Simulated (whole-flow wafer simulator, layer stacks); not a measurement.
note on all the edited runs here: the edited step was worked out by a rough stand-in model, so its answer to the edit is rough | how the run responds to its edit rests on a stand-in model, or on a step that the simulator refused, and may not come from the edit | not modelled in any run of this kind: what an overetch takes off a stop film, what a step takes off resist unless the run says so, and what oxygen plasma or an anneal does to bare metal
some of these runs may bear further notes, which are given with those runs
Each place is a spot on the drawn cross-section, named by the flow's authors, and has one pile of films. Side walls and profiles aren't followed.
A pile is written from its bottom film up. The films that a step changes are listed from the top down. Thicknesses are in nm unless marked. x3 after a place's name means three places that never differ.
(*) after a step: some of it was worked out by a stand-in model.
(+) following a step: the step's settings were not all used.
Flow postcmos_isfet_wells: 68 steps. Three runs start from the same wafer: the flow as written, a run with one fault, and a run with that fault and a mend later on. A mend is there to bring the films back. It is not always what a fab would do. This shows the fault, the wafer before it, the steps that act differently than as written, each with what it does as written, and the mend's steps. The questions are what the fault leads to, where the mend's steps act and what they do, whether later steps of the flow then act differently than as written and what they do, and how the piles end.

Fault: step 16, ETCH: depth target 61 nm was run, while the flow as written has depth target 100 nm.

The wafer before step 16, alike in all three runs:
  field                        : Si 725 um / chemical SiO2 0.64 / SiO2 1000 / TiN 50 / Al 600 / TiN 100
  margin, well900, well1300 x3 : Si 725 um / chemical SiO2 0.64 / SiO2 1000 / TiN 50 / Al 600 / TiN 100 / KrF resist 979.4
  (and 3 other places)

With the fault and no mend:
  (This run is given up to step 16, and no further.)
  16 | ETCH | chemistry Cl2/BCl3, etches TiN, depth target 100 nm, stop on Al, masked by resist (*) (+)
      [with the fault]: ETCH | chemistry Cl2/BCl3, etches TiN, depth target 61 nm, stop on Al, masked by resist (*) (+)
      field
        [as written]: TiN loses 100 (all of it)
        [with the fault]: TiN loses 61
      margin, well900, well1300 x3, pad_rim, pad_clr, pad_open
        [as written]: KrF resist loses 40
        [with the fault]: KrF resist loses 24.4
  Once step 16 is done, the piles at field depart from the flow's by more than 2% or 0.5 nm, whichever is larger.
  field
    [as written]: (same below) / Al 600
    [with the fault]: (same below) / Al 600 / TiN 39

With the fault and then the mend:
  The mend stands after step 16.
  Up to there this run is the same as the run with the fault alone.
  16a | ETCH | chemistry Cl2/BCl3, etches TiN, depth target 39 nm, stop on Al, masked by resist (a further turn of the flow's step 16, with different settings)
      margin, well900, well1300 x3, pad_rim, pad_clr, pad_open
        KrF resist loses 15.6
      field
        TiN loses 39 (all of it)
  Every later step of the flow that is run acts as written at every place that is followed.
  By the end, the piles equal the flow's at every place that both follow.
